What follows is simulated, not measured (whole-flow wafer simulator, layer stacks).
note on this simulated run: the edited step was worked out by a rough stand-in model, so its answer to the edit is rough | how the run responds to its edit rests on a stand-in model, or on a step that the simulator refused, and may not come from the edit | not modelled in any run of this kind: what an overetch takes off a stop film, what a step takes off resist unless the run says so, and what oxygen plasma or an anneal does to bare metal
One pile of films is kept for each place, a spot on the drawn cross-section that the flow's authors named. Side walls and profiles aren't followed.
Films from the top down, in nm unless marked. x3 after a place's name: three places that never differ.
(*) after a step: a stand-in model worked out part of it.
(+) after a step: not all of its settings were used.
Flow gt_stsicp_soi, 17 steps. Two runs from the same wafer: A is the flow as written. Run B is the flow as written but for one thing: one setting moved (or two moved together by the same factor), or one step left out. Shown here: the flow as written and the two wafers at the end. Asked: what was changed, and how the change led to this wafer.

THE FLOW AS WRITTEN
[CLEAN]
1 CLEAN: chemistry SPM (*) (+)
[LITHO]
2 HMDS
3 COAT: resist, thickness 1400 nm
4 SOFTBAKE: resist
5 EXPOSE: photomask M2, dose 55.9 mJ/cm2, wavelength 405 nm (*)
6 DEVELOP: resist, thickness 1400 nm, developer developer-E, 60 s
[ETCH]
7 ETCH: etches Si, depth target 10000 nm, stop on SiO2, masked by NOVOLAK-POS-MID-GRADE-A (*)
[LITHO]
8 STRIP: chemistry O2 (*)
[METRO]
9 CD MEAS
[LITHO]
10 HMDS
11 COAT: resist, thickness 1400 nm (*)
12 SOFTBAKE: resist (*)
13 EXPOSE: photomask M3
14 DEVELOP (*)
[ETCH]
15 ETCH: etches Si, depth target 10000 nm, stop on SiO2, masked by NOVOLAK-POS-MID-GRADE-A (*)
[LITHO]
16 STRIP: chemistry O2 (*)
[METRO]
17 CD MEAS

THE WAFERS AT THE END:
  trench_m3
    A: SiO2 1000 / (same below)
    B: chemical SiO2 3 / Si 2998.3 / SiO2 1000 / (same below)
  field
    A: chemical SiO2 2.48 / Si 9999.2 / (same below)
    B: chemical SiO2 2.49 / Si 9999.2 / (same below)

The cause: step 15, ETCH: depth target 7000 nm was run, where the flow has depth target 10000 nm.

How the change led to this, step by step:
  15 ETCH: etches Si, depth target 10000 nm, stop on SiO2, masked by NOVOLAK-POS-MID-GRADE-A (*)
      trench_m3: A chemical SiO2 -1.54 (all of it), Si -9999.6 (all of it) | B chemical SiO2 -1.54 (all of it), Si -7000
      field, trench_m2: A resist -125 | B resist -87.5
  16 STRIP: chemistry O2 (*)
      trench_m3: A nothing | B chemical SiO2 +3 (new film), Si -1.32
      field: A resist -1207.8 (all of it), chemical SiO2 +0.94, Si -0.41 | B resist -1245.3 (all of it), chemical SiO2 +0.94, Si -0.41
